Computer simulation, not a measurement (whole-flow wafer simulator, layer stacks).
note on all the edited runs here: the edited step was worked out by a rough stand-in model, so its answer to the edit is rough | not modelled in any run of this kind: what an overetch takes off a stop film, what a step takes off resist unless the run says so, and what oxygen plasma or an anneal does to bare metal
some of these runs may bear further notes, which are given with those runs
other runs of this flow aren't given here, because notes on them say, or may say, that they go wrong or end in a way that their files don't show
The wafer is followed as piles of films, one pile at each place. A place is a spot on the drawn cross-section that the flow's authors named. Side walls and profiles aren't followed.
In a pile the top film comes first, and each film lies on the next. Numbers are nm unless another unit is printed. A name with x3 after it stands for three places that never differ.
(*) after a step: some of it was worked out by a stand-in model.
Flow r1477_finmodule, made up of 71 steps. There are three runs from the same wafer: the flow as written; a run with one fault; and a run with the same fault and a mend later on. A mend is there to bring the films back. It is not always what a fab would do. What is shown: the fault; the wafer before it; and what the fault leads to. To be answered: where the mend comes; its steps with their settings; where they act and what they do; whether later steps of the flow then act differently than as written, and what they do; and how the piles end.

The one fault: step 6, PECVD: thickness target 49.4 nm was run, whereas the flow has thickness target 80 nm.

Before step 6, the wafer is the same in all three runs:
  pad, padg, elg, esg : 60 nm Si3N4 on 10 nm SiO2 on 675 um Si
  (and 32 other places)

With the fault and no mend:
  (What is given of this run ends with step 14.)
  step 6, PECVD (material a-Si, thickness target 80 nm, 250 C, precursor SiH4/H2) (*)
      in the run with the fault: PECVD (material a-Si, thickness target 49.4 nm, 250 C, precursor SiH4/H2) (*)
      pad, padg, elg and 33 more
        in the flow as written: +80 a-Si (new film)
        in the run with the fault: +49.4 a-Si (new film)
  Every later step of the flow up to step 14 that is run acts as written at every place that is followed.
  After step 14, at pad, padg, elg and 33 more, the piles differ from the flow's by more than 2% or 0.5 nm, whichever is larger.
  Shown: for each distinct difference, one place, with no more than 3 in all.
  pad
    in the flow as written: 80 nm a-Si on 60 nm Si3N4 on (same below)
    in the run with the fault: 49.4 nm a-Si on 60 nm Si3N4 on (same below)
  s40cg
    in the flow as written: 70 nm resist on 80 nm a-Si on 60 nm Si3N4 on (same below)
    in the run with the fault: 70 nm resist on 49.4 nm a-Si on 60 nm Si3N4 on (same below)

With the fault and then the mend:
  The mend follows step 7.
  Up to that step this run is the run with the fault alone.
  step 7a, ETCH (chemistry tmah, depth target 56.81 nm)
      pad, padg, elg and 33 more
        -49.4 a-Si (all of it)
  step 7b, PECVD (material a-Si, thickness target 80 nm, 250 C, precursor SiH4/H2) (*) (the flow's step 6, run once more)
      pad, padg, elg and 33 more
        +80 a-Si (new film)
  Every later step of the flow that is run acts as written at every place that is followed.
  By the end, the piles equal the flow's at every place that both follow.
